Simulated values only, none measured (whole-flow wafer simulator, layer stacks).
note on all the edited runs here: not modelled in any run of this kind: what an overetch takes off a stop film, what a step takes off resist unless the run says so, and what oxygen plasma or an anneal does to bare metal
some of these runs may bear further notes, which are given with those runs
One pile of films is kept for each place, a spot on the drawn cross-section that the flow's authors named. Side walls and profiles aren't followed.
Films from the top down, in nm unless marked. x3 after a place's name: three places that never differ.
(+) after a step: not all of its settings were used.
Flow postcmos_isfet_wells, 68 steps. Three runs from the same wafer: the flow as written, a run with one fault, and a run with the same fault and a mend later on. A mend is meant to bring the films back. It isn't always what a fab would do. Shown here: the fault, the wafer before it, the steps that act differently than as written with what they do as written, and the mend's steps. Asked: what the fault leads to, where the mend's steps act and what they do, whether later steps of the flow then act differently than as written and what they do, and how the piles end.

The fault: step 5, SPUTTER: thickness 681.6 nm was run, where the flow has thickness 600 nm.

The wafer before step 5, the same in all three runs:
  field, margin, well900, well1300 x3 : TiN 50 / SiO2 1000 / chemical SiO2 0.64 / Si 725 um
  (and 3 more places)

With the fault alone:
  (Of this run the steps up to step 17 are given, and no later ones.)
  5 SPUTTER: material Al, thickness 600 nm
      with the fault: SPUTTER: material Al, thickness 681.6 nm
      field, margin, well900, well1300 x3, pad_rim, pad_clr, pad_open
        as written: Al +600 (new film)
        with the fault: Al +681.6 (new film)
  Later steps of the flow that act differently than as written:
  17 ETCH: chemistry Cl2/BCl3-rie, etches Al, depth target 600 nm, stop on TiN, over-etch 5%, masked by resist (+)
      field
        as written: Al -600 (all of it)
        with the fault: Al -600
  After step 17 the piles differ from the flow's by more than 2% or 0.5 nm, whichever is larger, at field, margin, well900, well1300 x3, pad_rim, pad_clr, pad_open.
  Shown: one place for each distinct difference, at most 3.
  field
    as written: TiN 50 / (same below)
    with the fault: Al 81.6 / TiN 50 / (same below)
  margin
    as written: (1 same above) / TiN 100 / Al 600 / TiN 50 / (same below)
    with the fault: (1 same above) / TiN 100 / Al 681.6 / TiN 50 / (same below)

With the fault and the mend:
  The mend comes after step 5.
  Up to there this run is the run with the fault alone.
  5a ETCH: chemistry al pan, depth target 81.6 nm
      field, margin, well900, well1300 x3, pad_rim, pad_clr, pad_open
        Al -81.6
  No later step of the flow acts differently than as written at any place that is followed.
  At the end the piles are the same as the flow's at every place that both follow.
